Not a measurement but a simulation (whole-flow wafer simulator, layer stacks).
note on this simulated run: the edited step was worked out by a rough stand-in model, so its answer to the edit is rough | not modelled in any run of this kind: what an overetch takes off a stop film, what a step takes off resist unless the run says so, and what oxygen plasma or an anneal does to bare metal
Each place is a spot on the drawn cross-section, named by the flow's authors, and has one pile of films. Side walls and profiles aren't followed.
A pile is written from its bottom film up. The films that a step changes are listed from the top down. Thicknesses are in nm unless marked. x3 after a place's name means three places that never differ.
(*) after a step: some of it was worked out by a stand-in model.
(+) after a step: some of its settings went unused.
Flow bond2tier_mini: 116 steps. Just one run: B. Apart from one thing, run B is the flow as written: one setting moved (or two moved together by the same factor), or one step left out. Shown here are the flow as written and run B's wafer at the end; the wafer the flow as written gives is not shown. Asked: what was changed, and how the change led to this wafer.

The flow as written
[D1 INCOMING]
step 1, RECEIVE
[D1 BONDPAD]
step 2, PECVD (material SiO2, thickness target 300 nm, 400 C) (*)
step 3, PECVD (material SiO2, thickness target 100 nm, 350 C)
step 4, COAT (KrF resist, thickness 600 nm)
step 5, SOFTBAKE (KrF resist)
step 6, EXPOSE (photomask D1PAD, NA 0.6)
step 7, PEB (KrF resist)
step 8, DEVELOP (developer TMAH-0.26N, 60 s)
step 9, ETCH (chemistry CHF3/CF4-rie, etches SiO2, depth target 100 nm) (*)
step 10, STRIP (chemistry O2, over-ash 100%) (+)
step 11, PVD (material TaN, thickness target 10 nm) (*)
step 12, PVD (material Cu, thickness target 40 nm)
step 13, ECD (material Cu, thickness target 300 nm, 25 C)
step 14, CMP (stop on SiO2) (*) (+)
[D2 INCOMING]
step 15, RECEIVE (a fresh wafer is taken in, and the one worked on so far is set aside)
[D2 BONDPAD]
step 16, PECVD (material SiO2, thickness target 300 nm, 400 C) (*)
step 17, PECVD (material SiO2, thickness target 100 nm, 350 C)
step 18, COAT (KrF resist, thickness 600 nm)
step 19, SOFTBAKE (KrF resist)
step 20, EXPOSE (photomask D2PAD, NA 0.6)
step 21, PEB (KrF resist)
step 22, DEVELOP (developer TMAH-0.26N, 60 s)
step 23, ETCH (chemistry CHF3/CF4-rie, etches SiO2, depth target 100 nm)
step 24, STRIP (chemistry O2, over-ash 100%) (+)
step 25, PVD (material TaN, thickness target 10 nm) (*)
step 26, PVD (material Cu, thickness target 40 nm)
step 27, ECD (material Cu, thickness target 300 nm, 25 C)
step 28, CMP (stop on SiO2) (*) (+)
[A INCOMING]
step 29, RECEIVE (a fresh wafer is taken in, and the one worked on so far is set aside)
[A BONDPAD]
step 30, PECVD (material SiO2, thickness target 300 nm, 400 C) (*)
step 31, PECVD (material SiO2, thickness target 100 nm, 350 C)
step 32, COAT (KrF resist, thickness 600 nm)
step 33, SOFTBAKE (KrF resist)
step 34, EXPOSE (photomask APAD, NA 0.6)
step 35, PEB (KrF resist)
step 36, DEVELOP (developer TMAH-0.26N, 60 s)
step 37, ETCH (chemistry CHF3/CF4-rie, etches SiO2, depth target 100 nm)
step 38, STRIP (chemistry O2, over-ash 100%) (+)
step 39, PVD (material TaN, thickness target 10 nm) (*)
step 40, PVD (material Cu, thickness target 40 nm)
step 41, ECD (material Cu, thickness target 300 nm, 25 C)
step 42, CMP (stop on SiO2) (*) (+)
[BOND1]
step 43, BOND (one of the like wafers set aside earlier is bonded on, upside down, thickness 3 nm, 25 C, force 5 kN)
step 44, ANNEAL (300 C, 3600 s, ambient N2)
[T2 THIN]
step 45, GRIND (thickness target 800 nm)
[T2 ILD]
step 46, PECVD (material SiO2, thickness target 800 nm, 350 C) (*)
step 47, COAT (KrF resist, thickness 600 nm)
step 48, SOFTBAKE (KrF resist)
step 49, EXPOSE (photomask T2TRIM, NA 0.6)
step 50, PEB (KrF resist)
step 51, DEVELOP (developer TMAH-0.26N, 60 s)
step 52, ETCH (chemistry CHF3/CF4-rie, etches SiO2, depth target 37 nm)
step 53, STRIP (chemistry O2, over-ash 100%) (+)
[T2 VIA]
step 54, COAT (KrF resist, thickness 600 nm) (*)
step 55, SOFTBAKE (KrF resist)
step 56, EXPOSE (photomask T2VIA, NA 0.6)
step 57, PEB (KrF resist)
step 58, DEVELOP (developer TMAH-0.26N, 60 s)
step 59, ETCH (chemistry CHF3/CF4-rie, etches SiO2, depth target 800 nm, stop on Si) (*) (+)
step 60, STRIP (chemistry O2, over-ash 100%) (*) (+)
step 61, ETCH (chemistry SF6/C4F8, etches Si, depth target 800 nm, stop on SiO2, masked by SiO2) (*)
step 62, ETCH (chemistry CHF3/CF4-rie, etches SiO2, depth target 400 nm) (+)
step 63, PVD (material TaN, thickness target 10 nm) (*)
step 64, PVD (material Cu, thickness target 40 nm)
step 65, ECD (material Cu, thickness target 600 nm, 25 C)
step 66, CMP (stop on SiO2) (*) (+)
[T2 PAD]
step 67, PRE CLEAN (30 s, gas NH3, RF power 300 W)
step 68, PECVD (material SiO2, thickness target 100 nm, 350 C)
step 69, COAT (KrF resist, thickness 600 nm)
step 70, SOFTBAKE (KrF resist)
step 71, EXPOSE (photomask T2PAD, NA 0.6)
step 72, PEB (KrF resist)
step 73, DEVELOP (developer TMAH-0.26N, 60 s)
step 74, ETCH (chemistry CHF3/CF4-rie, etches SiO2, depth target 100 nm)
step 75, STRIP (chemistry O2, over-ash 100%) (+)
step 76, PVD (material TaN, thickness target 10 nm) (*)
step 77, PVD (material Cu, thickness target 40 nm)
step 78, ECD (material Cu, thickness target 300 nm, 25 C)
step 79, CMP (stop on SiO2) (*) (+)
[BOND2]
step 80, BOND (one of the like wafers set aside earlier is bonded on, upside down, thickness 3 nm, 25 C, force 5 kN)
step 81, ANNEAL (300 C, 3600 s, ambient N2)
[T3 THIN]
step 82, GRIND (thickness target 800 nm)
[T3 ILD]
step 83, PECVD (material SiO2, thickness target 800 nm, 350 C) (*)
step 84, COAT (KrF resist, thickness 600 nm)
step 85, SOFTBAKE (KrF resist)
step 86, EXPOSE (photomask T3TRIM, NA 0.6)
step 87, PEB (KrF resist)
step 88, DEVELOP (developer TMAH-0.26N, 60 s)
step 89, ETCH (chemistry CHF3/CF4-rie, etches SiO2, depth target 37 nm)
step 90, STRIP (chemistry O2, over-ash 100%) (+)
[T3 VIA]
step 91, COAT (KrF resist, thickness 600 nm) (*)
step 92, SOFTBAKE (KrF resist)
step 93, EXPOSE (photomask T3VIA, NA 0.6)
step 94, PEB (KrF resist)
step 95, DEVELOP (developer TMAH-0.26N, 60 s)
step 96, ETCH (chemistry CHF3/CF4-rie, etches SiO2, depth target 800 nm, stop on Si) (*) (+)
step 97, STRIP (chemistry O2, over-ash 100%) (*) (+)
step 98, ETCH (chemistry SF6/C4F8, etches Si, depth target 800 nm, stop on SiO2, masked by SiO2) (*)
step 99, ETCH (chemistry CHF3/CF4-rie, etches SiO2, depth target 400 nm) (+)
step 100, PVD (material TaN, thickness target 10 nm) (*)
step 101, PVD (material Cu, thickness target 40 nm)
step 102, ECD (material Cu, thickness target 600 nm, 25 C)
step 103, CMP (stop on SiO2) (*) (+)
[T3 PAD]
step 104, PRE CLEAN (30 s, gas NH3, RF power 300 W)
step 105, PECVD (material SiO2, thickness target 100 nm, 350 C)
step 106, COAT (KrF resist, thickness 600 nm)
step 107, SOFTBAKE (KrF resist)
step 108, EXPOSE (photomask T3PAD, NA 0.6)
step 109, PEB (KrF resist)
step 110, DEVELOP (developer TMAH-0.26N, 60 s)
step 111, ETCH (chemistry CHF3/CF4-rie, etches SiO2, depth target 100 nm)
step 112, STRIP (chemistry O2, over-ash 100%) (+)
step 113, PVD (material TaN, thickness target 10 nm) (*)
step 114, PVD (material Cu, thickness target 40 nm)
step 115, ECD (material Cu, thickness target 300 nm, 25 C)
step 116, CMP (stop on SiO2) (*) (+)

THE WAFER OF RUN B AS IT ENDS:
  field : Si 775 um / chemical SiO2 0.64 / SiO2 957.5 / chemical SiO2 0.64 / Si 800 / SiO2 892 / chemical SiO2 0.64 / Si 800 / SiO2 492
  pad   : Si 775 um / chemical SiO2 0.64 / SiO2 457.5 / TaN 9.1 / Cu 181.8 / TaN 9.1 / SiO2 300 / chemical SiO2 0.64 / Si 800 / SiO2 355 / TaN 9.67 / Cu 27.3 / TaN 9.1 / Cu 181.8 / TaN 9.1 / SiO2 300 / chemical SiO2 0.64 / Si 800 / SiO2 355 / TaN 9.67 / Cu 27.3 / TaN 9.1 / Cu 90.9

What caused this: step 30, PECVD: thickness target 457.5 nm was run, while the flow as written has thickness target 300 nm.
The wafer itself shows it: pad has SiO2 457.5, and step 30 as written asks for 300 nm.

How this came from the change, step by step:
  step 30, PECVD (material SiO2, thickness target 300 nm, 400 C) (*)
      field, pad, via: SiO2 gains 457.5 (new film) (it would be, as written: SiO2 gains 300 (new film))
